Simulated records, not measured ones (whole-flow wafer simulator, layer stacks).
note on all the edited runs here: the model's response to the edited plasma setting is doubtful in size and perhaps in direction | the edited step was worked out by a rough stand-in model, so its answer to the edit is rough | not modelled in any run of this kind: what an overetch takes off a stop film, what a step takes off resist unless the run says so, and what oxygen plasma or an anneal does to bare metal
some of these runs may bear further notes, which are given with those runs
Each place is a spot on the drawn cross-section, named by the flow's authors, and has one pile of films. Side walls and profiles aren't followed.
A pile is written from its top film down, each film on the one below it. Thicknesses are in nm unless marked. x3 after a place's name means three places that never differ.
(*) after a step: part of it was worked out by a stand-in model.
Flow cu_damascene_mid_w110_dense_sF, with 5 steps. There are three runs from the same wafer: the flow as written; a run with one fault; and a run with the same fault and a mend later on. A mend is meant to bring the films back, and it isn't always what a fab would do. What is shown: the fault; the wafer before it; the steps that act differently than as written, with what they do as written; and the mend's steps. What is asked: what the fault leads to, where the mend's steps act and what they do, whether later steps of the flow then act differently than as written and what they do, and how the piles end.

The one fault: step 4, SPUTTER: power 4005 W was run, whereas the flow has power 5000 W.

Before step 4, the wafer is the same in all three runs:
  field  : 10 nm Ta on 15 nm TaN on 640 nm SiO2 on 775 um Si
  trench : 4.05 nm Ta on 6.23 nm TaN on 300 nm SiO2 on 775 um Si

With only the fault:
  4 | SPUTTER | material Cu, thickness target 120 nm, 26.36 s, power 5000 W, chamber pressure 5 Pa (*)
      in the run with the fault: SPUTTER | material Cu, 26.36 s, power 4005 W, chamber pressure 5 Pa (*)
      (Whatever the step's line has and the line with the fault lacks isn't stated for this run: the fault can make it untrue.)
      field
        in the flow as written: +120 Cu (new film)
        in the run with the fault: +90.3 Cu (new film)
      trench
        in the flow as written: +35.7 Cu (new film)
        in the run with the fault: +30.6 Cu (new film)
  Steps later in the flow that act otherwise than as written:
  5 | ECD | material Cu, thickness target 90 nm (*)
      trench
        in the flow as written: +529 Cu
        in the run with the fault: +504.4 Cu
  By the end, the piles at field, trench depart from the flow's by more than 2% or 0.5 nm, whichever is larger.
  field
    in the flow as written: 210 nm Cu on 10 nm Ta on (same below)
    in the run with the fault: 180.3 nm Cu on 10 nm Ta on (same below)
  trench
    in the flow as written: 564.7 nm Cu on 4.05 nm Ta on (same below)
    in the run with the fault: 535 nm Cu on 4.05 nm Ta on (same below)

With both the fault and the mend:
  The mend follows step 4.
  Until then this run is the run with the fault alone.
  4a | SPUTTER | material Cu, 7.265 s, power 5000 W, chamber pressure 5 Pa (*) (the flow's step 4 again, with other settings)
      field
        +29.6 Cu
      trench
        +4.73 Cu
  None of the later steps of the flow differs from how it acts as written, at any place that is followed, by more than 2% or 0.5 nm, whichever is larger.
  At the end the piles are close to the flow's at the places that both follow, differing by at most 2% or 0.5 nm, whichever is larger.
